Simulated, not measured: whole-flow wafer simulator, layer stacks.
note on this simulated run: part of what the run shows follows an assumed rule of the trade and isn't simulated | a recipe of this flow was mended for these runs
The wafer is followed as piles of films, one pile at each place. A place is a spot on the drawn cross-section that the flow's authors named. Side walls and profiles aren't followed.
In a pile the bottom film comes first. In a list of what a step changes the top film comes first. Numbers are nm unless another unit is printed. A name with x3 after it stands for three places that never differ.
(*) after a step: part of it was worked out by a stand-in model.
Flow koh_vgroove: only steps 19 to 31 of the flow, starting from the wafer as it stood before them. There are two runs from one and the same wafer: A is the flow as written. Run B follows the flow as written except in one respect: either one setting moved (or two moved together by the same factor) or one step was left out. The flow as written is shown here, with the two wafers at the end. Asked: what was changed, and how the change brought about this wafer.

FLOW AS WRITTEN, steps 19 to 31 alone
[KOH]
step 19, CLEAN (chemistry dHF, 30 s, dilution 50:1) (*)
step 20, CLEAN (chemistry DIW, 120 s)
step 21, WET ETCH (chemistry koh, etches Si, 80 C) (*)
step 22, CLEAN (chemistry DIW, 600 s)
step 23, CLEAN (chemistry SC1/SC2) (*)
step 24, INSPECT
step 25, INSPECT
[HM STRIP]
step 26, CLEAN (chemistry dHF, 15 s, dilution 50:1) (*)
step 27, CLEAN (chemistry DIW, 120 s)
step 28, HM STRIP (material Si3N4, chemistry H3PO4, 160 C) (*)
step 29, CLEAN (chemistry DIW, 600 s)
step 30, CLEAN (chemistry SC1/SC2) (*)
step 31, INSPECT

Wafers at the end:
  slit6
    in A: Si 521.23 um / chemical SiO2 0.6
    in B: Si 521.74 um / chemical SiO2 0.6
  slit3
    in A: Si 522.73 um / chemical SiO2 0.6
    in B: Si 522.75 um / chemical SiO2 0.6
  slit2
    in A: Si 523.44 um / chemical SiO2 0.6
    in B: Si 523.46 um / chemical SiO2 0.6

What caused this: step 21, WET ETCH: 77.3 C was run, though the flow has 80 C.

How this came from the change, step by step:
  step 21, WET ETCH (chemistry koh, etches Si, 80 C) (*)
      slit6, slit20: A -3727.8 Si | B -3213.3 Si
